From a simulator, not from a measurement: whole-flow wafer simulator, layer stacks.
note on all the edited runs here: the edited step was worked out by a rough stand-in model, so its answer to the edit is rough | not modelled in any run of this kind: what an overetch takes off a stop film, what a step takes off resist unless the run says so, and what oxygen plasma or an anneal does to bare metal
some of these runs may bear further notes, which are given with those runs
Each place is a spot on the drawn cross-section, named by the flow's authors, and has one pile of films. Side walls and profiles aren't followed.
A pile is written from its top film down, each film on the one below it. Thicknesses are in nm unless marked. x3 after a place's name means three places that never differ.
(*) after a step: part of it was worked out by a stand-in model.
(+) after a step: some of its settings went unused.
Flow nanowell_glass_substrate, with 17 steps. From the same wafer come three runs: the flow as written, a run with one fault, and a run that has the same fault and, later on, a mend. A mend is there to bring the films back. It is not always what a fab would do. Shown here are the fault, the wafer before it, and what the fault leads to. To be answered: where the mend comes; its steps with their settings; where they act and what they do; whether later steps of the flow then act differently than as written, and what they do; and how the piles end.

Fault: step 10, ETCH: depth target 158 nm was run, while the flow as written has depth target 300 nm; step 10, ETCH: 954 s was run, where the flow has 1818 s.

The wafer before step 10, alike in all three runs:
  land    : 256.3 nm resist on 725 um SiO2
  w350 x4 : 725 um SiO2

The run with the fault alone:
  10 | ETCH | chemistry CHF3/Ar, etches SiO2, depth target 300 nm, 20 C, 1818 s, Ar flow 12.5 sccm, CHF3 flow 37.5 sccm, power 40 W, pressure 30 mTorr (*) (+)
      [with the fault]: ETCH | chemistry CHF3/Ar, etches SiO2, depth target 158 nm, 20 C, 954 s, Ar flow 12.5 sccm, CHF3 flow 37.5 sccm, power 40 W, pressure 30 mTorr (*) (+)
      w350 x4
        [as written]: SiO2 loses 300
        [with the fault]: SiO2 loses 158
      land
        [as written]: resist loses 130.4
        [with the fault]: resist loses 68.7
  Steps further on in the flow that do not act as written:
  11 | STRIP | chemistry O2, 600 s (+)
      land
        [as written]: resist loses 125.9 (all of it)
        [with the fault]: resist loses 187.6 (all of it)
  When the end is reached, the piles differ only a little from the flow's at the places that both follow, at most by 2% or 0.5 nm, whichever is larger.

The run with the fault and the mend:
  The mend follows step 10.
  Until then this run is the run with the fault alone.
  10a | ETCH | chemistry CHF3/Ar, etches SiO2, depth target 142 nm, 20 C, 860.5 s, Ar flow 12.5 sccm, CHF3 flow 37.5 sccm, power 40 W, pressure 30 mTorr (*) (+) (the flow's step 10, run once more with other settings)
      w350 x4
        SiO2 loses 142
      land
        resist loses 61.7
  None of the later steps of the flow acts differently than as written at any place that is followed.
  The piles end the same as the flow's at every place that both follow.
